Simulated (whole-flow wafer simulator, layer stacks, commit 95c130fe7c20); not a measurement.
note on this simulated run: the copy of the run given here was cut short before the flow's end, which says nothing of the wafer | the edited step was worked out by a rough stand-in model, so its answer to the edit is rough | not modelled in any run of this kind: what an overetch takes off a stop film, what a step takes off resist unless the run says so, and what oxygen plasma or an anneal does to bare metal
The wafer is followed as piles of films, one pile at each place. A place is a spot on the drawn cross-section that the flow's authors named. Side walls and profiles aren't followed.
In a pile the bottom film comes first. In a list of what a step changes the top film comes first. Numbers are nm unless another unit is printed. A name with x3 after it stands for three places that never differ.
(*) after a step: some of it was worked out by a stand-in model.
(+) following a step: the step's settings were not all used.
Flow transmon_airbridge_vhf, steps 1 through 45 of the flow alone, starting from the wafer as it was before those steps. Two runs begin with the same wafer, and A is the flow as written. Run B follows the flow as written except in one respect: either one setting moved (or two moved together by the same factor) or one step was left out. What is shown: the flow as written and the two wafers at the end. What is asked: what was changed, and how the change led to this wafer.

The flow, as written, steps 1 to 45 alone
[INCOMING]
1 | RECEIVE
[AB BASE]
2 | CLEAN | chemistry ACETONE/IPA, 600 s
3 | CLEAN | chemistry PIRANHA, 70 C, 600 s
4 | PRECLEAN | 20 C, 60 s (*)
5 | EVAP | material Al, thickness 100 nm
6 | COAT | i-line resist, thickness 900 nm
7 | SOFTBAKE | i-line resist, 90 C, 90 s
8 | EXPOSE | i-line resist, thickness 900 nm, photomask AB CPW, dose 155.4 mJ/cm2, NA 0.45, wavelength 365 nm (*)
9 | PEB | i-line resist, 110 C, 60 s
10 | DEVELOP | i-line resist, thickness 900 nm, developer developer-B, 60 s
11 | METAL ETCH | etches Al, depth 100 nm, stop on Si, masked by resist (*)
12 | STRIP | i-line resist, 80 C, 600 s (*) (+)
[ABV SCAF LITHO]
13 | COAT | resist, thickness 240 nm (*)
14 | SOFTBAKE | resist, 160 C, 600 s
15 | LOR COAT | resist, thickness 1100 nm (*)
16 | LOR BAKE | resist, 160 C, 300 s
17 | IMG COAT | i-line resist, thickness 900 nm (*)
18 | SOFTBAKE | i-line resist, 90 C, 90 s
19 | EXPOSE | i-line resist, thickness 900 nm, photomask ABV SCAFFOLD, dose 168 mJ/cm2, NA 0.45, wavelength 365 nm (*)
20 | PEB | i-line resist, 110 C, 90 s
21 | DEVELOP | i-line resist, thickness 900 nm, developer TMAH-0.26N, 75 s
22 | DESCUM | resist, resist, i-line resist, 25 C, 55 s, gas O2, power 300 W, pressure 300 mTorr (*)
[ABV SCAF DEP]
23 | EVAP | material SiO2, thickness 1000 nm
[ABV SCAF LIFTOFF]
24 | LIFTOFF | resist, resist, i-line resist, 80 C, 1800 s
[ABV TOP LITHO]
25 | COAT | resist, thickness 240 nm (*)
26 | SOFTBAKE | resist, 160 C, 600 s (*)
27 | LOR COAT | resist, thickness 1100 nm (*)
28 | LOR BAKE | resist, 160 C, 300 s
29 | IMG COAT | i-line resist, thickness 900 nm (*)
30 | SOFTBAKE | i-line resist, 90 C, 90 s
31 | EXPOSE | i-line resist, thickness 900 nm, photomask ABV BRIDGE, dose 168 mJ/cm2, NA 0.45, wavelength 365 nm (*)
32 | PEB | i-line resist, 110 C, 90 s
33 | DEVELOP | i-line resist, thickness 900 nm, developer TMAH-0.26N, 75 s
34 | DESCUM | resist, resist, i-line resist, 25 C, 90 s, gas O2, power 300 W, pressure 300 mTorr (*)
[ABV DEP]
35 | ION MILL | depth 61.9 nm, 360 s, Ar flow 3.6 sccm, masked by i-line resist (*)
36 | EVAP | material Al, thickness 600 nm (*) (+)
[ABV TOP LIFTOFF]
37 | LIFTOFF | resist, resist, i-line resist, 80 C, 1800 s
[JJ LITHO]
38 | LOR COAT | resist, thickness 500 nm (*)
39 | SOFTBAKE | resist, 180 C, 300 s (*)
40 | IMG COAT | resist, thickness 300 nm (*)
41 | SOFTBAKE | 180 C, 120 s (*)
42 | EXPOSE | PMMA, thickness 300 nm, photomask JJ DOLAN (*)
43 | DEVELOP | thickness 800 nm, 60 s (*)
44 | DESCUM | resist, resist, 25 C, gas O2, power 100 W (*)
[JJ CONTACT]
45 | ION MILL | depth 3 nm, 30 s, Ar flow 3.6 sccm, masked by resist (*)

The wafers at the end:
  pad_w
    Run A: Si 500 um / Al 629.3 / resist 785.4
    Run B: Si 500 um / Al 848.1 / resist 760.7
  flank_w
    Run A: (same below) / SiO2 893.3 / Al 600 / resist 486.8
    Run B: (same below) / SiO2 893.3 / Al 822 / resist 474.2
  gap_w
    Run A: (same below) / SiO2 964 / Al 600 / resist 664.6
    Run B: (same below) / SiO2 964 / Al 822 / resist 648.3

What caused this: step 36, EVAP: thickness 822 nm was run, while the flow as written has thickness 600 nm.
The wafer itself shows it: flank_w has Al 822, and step 36 as written asks for 600 nm.

The path from the change to this, step by step:
  36 | EVAP | material Al, thickness 600 nm (*) (+)
      field x3, jj_line, ground_far and 10 more: A Al gains 600 (new film) | B Al gains 822 (new film)
      pad_w, pad_e: A Al gains 591.2 | B Al gains 810
  37 | LIFTOFF | resist, resist, i-line resist, 80 C, 1800 s
      field x3, jj_line, trace_open_s x2: A Al loses 600 (all of it), i-line resist loses 600 (all of it), resist loses 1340 (all of it) | B Al loses 822 (all of it), i-line resist loses 600 (all of it), resist loses 1340 (all of it)
      margin_s, margin_n: A Al loses 600 (all of it), i-line resist loses 318.3 (all of it), resist loses 992 (all of it) | B Al loses 822 (all of it), i-line resist loses 318.3 (all of it), resist loses 992 (all of it)
      (and at 1 other place as well)
  38 | LOR COAT | resist, thickness 500 nm (*)
      pad_w, pad_e: A resist gains 517 (new film) | B resist gains 501.2 (new film)
      margin_s, margin_n: A resist gains 445.3 (new film) | B resist gains 461.6 (new film)
      (and at 1 other place as well)
  40 | IMG COAT | resist, thickness 300 nm (*)
      pad_w, pad_e: A resist gains 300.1 | B resist gains 291.3
      flank_w, flank_e: A resist gains 212.1 | B resist gains 204.9
      (and at 4 other places as well)
